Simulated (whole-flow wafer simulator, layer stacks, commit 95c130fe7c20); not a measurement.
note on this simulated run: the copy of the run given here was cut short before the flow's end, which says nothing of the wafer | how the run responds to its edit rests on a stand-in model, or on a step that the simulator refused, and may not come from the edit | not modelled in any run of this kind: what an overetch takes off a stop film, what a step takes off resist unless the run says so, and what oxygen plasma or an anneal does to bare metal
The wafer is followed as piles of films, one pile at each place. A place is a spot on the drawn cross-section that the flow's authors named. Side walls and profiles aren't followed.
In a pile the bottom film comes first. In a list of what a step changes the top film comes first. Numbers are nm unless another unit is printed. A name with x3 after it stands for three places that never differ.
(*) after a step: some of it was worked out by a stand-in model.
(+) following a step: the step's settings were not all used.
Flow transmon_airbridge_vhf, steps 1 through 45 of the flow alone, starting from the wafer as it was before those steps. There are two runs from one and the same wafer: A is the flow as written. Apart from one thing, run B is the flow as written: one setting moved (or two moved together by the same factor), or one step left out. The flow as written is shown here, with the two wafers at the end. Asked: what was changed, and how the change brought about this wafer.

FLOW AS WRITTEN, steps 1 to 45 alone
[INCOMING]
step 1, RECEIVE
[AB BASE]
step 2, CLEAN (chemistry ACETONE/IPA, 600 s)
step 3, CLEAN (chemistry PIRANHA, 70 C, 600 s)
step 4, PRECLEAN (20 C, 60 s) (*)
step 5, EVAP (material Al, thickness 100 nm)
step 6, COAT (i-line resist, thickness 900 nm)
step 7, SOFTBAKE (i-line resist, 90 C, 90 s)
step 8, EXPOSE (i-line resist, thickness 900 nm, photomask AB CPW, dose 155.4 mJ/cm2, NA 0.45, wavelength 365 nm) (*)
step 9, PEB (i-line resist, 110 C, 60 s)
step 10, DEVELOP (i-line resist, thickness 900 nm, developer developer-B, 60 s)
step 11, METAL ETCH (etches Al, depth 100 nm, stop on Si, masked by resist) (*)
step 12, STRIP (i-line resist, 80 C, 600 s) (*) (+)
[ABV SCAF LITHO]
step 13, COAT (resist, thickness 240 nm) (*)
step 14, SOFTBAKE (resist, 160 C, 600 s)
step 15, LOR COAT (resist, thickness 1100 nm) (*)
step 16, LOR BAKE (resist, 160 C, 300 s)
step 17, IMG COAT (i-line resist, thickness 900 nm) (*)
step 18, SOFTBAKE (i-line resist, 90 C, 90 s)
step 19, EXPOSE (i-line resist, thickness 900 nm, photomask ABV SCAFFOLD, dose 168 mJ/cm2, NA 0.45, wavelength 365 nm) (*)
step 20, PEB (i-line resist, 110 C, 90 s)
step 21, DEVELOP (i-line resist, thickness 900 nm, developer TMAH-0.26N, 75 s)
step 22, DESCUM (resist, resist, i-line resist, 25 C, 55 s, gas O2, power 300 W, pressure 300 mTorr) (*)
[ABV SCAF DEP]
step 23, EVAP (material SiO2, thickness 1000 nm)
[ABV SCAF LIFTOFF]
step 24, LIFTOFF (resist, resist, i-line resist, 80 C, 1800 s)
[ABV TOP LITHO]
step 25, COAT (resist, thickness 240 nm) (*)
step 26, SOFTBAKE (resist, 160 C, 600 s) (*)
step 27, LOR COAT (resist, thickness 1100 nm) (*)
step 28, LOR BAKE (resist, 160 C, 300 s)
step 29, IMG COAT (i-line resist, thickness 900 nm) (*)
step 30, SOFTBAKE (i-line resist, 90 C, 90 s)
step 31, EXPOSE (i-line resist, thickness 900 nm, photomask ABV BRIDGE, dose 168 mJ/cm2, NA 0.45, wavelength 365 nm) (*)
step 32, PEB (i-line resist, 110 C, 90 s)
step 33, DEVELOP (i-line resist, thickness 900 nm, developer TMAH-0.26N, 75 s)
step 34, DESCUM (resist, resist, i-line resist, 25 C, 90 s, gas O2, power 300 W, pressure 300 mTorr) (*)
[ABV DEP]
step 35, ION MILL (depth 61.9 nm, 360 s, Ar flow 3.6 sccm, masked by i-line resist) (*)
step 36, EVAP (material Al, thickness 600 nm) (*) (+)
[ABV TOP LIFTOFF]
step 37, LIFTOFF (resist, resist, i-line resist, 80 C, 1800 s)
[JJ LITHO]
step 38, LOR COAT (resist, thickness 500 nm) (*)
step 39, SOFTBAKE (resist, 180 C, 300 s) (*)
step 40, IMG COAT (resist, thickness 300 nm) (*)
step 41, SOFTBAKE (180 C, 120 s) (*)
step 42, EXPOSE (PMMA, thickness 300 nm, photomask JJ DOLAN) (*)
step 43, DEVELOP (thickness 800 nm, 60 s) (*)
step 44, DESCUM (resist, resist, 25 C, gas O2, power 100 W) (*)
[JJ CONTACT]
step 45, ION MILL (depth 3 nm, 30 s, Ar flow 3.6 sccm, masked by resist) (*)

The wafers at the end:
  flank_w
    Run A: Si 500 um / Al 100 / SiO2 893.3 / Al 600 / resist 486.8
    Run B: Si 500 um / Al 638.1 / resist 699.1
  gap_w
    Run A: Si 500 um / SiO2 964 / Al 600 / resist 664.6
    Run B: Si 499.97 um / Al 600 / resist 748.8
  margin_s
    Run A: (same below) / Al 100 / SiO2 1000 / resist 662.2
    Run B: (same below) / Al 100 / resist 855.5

What caused this: step 23, EVAP: material SiO2, thickness 1000 nm, was not run.

Step by step, how the change led to this:
  step 24, LIFTOFF (resist, resist, i-line resist, 80 C, 1800 s)
      field x3, jj_line, trace_open_s x2: A -1000 SiO2 (all of it), -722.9 i-line resist (all of it), -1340 resist (all of it) | B -722.9 i-line resist (all of it), -1340 resist (all of it)
      pad_w, pad_e: A -1000 SiO2 (all of it), -718 i-line resist (all of it), -1330.2 resist (all of it) | B -718 i-line resist (all of it), -1330.2 resist (all of it)
      (as well as at 1 more place)
  step 25, COAT (resist, thickness 240 nm) (*)
      flank_w, flank_e: A +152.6 resist (new film) | B +222.3 resist (new film)
      gap_w, gap_e: A +210.7 resist (new film) | B +251.7 resist (new film)
      (as well as at 7 more places)
  step 27, LOR COAT (resist, thickness 1100 nm) (*)
      gap_w, gap_e: A +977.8 resist | B +1129.7 resist
      margin_s, margin_n: A +823.4 resist | B +1100 resist
      (as well as at 7 more places)
  step 29, IMG COAT (i-line resist, thickness 900 nm) (*)
      gap_w, gap_e: A +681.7 i-line resist (new film) | B +926.7 i-line resist (new film)
      margin_s, margin_n: A +603.2 i-line resist (new film) | B +900 i-line resist (new film)
      (as well as at 7 more places)
  step 30, SOFTBAKE (i-line resist, 90 C, 90 s)
      flank_w, flank_e: A -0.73 i-line resist | B nothing
      margin_s, margin_n: A -0.61 i-line resist | B nothing
  step 32, PEB (i-line resist, 110 C, 90 s)
      pad_w, pad_e: A -51 i-line resist | B -46 i-line resist
      flank_w, flank_e: A -38.3 i-line resist | B -46.7 i-line resist
      (as well as at 7 more places)
  step 33, DEVELOP (i-line resist, thickness 900 nm, developer TMAH-0.26N, 75 s)
      gap_w, gap_e: A -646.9 i-line resist (all of it), -977.8 resist | B -879.1 i-line resist (all of it), -1129.7 resist
      pad_w: A -937.2 i-line resist (all of it), -1247.8 resist | B -848.8 i-line resist (all of it), -1090.9 resist
      (as well as at 5 more places)
  step 34, DESCUM (resist, resist, i-line resist, 25 C, 90 s, gas O2, power 300 W, pressure 300 mTorr) (*)
      flank_w, flank_e: A -152.6 resist (all of it) | B -222.3 resist (all of it)
      gap_w, gap_e: A -210.7 resist (all of it) | B -251.7 resist (all of it)
      (as well as at 4 more places)
  step 35, ION MILL (depth 61.9 nm, 360 s, Ar flow 3.6 sccm, masked by i-line resist) (*)
      flank_w, cpw_trace, flank_e, bridge_strip: A -36 SiO2 | B -61.9 Al
      gap_w, gap_e: A -36 SiO2 | B -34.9 Si
  step 36, EVAP (material Al, thickness 600 nm) (*) (+)
      flank_w, cpw_trace, flank_e, bridge_strip: A +600 Al (new film) | B +600 Al
  step 37, LIFTOFF (resist, resist, i-line resist, 80 C, 1800 s)
      margin_s, margin_n: A -600 Al (all of it), -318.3 i-line resist (all of it), -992 resist (all of it) | B -600 Al (all of it), -600 i-line resist (all of it), -1340 resist (all of it)
      ground_far: A -600 Al (all of it), -717.9 i-line resist (all of it), -1384.9 resist (all of it) | B -600 Al (all of it), -594.2 i-line resist (all of it), -1337 resist (all of it)
  step 38, LOR COAT (resist, thickness 500 nm) (*)
      pad_w, pad_e: A +517 resist (new film) | B +442.3 resist (new film)
      flank_w, flank_e: A +306.5 resist (new film) | B +462.5 resist (new film)
      (as well as at 6 more places)
  step 40, IMG COAT (resist, thickness 300 nm) (*)
      pad_w, pad_e: A +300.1 resist | B +267 resist
      flank_w, flank_e: A +212.1 resist | B +268.4 resist
      (as well as at 6 more places)
With metal films that touch counted as one body, flank_w has 1 body; the flow as written gives 2 bodies (between them, from the top down: SiO2 893.3).
